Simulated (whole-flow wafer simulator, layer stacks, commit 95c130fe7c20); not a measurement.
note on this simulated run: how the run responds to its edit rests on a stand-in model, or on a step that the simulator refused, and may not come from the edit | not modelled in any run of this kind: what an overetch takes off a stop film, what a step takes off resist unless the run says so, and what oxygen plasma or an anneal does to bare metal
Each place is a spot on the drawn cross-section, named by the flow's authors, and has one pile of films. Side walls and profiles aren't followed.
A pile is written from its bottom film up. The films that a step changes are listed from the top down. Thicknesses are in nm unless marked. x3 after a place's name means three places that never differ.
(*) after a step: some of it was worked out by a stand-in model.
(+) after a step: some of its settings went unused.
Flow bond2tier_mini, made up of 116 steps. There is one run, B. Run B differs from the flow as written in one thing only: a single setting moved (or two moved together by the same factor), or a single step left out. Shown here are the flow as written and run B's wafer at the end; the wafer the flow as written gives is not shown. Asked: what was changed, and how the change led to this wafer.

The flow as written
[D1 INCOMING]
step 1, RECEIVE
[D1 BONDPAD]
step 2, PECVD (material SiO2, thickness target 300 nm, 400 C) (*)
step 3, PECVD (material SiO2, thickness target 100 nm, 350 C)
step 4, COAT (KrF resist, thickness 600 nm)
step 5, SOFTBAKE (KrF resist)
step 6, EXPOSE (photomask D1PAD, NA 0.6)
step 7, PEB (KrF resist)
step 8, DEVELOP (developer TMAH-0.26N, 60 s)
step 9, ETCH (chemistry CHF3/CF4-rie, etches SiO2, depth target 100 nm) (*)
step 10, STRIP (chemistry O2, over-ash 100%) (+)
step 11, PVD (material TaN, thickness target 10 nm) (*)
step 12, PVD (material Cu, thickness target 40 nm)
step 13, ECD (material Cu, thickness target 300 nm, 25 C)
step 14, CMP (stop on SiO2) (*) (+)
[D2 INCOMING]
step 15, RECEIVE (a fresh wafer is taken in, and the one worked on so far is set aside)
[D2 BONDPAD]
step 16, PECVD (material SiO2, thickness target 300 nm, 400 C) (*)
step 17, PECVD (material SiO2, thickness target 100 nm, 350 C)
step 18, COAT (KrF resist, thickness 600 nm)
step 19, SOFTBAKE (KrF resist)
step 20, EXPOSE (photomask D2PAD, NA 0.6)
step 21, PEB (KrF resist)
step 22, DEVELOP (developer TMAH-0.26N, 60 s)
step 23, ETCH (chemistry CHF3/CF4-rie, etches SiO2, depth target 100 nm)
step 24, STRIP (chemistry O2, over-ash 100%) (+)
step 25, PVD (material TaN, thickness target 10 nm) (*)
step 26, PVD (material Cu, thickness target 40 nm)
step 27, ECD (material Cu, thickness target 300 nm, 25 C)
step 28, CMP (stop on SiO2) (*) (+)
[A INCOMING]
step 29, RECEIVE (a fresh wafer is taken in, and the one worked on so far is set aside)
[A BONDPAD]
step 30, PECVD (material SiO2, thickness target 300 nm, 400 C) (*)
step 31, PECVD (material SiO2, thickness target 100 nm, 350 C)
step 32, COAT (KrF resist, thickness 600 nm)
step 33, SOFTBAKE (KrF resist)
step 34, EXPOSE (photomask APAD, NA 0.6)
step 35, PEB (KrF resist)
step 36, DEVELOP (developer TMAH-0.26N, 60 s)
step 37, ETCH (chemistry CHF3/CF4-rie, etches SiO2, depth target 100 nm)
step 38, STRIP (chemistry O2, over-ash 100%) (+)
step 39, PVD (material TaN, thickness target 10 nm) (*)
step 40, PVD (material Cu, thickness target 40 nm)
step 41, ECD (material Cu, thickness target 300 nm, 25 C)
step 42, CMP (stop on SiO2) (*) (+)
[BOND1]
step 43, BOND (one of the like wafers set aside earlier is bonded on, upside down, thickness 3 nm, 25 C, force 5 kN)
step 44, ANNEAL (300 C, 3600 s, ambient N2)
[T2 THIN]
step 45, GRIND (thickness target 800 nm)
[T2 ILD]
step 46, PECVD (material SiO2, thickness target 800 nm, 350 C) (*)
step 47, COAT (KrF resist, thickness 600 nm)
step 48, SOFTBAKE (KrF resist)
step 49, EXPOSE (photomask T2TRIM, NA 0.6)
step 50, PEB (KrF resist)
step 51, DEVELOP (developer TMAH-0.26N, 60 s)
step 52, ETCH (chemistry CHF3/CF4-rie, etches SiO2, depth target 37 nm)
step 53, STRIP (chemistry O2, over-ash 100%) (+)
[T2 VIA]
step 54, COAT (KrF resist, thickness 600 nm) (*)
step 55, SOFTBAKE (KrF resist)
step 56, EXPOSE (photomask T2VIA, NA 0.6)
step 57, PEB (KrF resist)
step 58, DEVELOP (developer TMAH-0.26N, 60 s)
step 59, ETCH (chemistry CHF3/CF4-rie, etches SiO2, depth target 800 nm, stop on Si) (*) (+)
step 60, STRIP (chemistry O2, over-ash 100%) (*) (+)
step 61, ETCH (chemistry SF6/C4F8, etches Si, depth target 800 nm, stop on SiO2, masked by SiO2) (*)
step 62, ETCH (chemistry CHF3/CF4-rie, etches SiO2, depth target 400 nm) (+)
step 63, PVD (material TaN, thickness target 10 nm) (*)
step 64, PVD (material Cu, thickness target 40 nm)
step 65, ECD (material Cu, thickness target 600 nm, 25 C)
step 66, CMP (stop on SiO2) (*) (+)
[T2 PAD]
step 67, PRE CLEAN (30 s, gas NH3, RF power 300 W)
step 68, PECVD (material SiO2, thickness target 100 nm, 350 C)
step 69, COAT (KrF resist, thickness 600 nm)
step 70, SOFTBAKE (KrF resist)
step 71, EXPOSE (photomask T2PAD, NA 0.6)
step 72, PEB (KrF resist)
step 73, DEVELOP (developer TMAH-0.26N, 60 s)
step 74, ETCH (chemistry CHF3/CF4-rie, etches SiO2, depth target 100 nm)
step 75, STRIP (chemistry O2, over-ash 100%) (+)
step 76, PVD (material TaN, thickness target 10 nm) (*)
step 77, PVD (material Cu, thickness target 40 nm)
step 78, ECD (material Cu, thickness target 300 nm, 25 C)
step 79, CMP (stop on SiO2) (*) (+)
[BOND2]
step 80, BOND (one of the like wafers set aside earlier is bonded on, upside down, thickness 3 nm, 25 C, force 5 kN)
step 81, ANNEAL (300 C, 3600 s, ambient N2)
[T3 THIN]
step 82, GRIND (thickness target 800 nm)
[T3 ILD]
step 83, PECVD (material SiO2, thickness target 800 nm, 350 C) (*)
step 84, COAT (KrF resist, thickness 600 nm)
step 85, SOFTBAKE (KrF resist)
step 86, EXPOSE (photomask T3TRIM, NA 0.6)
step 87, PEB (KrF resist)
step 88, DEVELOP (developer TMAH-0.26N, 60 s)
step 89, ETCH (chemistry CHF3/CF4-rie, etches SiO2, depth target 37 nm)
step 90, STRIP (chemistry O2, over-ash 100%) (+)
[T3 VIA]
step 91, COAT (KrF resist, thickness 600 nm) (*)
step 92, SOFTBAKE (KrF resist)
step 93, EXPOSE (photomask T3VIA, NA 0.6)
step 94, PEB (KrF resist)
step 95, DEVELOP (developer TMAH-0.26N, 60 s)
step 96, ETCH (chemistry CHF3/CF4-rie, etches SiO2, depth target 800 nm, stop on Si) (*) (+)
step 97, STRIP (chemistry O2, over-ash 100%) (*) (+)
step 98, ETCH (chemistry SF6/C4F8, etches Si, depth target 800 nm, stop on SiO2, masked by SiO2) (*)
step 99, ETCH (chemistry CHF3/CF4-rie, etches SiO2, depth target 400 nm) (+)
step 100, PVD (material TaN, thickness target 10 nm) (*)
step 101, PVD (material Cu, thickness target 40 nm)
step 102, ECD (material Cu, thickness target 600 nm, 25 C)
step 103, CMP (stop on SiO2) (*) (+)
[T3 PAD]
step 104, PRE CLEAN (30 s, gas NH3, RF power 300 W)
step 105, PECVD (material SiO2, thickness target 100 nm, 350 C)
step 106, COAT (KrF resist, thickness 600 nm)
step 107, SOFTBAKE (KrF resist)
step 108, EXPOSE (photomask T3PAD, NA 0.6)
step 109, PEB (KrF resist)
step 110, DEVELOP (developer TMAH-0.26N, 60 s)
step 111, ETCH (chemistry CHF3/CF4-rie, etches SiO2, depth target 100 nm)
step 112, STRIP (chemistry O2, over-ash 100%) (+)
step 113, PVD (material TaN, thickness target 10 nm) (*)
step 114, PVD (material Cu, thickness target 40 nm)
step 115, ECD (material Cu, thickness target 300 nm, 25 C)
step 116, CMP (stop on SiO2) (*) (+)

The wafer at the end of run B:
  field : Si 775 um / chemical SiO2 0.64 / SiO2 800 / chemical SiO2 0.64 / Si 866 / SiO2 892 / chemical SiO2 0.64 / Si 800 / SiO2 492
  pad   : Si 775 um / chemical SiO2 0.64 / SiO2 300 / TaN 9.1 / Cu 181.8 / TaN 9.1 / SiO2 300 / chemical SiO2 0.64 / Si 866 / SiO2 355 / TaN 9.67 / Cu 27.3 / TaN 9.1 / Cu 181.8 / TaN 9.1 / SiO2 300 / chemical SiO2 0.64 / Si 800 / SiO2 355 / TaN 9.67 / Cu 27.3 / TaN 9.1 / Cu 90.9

What caused this: step 45, GRIND: thickness target 866 nm was run, whereas the flow has thickness target 800 nm.
The wafer itself shows it: field has Si 866, and step 45 as written asks for 800 nm.

How this came from the change, step by step:
  step 45, GRIND (thickness target 800 nm)
      field, pad, via: Si loses 774.13 um (as written it would have been: Si loses 774.2 um)
